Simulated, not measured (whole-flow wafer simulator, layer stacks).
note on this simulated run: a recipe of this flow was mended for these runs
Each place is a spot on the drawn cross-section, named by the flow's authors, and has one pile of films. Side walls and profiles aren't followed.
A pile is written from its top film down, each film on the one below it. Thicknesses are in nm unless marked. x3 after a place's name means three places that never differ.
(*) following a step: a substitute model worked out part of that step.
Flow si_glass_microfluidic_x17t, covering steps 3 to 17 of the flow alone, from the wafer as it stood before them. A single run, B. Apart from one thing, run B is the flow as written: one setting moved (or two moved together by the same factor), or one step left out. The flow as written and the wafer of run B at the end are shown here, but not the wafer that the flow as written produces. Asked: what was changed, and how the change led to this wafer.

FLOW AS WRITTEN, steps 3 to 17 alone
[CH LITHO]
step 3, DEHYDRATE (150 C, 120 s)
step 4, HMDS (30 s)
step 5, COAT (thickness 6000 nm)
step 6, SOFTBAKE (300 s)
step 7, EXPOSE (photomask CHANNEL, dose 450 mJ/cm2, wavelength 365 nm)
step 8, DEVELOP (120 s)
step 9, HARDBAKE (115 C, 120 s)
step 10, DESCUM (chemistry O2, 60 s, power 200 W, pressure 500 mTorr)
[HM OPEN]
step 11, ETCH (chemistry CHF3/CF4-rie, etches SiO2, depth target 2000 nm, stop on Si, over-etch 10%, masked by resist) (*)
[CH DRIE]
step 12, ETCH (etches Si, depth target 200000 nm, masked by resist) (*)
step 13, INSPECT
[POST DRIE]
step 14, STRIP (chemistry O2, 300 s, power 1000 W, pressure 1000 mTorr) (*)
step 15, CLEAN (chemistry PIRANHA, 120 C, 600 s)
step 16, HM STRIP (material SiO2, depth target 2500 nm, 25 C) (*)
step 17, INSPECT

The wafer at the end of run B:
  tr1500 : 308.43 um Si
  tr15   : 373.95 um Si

The reason: step 5, COAT: thickness 5550 nm was run, while the flow as written has thickness 6000 nm.

How this came from the change, step by step:
  step 5, COAT (thickness 6000 nm)
      land, tr110, tr1500, tr15: thick-i-line-resist gains 5550 (new film) (as written it would have been: thick-i-line-resist gains 6000 (new film))
  step 8, DEVELOP (120 s)
      tr110, tr1500, tr15: thick-i-line-resist loses 5550 (all of it) (as written it would have been: thick-i-line-resist loses 6000 (all of it))
  step 9, HARDBAKE (115 C, 120 s)
      land: thick-i-line-resist loses 30 (as written it would have been: thick-i-line-resist loses 33.5)
  step 12, ETCH (etches Si, depth target 200000 nm, masked by resist) (*)
      tr1500: Si loses 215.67 um (as written it would have been: Si loses 215.73 um)
      tr15: Si loses 150.15 um (as written it would have been: Si loses 149.99 um)
  step 14, STRIP (chemistry O2, 300 s, power 1000 W, pressure 1000 mTorr) (*)
      land: thick-i-line-resist loses 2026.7 (all of it) (as written it would have been: thick-i-line-resist loses 2472.3 (all of it))
